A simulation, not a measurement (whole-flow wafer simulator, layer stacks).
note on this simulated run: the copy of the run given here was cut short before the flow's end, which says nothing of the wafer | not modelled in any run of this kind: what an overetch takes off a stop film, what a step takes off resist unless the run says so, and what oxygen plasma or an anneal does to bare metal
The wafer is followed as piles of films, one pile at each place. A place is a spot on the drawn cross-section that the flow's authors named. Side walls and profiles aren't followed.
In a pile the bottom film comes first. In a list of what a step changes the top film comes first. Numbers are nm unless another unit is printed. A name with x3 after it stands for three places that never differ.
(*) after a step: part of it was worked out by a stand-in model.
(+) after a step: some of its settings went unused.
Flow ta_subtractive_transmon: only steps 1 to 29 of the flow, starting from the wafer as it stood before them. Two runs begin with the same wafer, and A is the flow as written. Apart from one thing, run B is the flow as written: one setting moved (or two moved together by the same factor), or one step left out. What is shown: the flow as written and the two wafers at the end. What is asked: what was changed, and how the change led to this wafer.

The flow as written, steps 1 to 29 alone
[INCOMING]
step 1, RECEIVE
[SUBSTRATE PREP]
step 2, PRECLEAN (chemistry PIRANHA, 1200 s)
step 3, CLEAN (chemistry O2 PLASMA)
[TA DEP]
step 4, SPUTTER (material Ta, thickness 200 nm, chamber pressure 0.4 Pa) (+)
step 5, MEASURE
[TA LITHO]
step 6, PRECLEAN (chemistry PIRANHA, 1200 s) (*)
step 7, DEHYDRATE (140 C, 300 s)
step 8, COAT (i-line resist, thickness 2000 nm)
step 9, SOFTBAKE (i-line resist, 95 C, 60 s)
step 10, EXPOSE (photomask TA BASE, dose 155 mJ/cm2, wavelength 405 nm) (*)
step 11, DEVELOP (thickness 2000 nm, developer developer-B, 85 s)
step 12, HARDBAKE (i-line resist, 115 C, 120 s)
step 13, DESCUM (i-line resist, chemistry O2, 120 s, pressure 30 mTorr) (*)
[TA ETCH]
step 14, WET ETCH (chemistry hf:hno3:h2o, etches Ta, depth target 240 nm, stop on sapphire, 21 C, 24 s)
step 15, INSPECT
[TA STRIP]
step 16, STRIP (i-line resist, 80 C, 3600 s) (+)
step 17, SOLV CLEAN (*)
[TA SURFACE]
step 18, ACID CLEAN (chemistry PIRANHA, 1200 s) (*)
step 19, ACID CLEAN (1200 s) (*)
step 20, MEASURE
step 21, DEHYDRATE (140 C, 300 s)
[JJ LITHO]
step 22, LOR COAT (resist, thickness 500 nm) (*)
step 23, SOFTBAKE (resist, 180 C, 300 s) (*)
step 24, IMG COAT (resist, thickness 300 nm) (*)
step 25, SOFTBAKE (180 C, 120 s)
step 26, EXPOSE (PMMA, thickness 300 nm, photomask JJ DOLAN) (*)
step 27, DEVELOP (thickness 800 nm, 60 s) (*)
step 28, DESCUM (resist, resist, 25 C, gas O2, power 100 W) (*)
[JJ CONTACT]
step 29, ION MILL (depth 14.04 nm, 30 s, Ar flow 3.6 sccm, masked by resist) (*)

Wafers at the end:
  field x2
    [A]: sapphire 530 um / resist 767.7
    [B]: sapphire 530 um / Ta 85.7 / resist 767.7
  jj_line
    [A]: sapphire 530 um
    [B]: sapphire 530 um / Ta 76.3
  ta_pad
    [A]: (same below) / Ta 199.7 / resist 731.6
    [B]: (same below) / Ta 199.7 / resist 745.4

Cause: step 14, WET ETCH: 11.4 s was run, though the flow has 24 s.

How this came from the change, step by step:
  step 14, WET ETCH (chemistry hf:hno3:h2o, etches Ta, depth target 240 nm, stop on sapphire, 21 C, 24 s)
      field x2, jj_line, lead: A -200 Ta (all of it) | B -114 Ta
  step 22, LOR COAT (resist, thickness 500 nm) (*)
      lead: A +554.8 resist (new film) | B +532.3 resist (new film)
      ta_contact: A +443.8 resist (new film) | B +466.6 resist (new film)
  step 24, IMG COAT (resist, thickness 300 nm) (*)
      ta_pad: A +281.3 resist | B +289.1 resist
  step 27, DEVELOP (thickness 800 nm, 60 s) (*)
      lead: A -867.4 resist (all of it) | B -839.4 resist (all of it)
      ta_contact: A -731.2 resist (all of it) | B -759.6 resist (all of it)
  step 29, ION MILL (depth 14.04 nm, 30 s, Ar flow 3.6 sccm, masked by resist) (*)
      jj_line, lead: A -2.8 sapphire | B -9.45 Ta
With metal films that touch counted as one body, field x2 has 1 body; the flow as written gives 0 bodies.
With metal films that touch counted as one body, jj_line has 1 body; the flow as written gives 0 bodies.
